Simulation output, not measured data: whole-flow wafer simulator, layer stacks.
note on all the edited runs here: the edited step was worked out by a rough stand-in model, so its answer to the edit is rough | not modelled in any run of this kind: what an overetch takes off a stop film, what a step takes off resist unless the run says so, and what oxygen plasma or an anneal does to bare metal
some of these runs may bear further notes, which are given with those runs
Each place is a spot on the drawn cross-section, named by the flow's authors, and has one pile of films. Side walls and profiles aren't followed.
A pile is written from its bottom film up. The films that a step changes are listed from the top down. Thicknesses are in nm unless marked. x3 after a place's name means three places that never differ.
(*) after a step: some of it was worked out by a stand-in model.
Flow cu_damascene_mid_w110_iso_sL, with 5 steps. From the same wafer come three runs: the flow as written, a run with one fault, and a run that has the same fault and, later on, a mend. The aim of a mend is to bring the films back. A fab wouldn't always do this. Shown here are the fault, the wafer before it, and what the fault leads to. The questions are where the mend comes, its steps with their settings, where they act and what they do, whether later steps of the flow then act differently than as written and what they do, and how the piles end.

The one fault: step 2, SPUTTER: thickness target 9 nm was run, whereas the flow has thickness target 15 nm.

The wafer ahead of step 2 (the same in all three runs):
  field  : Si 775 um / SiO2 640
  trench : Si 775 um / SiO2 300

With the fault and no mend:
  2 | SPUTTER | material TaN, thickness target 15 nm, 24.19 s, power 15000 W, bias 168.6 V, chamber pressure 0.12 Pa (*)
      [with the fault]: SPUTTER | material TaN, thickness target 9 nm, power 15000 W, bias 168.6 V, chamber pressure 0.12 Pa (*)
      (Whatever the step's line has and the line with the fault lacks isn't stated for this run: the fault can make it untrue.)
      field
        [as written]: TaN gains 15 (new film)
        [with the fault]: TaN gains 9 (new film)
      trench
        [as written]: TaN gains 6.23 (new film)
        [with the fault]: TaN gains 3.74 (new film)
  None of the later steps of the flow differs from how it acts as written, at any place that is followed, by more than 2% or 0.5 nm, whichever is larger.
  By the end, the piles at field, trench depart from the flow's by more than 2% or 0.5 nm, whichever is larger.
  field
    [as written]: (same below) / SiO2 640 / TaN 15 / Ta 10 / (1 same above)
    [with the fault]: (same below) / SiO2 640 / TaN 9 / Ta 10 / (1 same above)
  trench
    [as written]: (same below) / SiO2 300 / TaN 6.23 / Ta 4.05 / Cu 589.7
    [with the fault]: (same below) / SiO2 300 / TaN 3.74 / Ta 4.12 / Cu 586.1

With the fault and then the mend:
  The mend stands after step 2.
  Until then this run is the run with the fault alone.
  2a | SPUTTER | material TaN, thickness target 6 nm, power 15000 W, bias 168.6 V, chamber pressure 0.12 Pa (*) (the flow's step 2 again, with other settings)
      field
        TaN gains 6
      trench
        TaN gains 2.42
  None of the later steps of the flow differs from how it acts as written, at any place that is followed, by more than 2% or 0.5 nm, whichever is larger.
  At the end the piles are close to the flow's at the places that both follow, differing by at most 2% or 0.5 nm, whichever is larger.
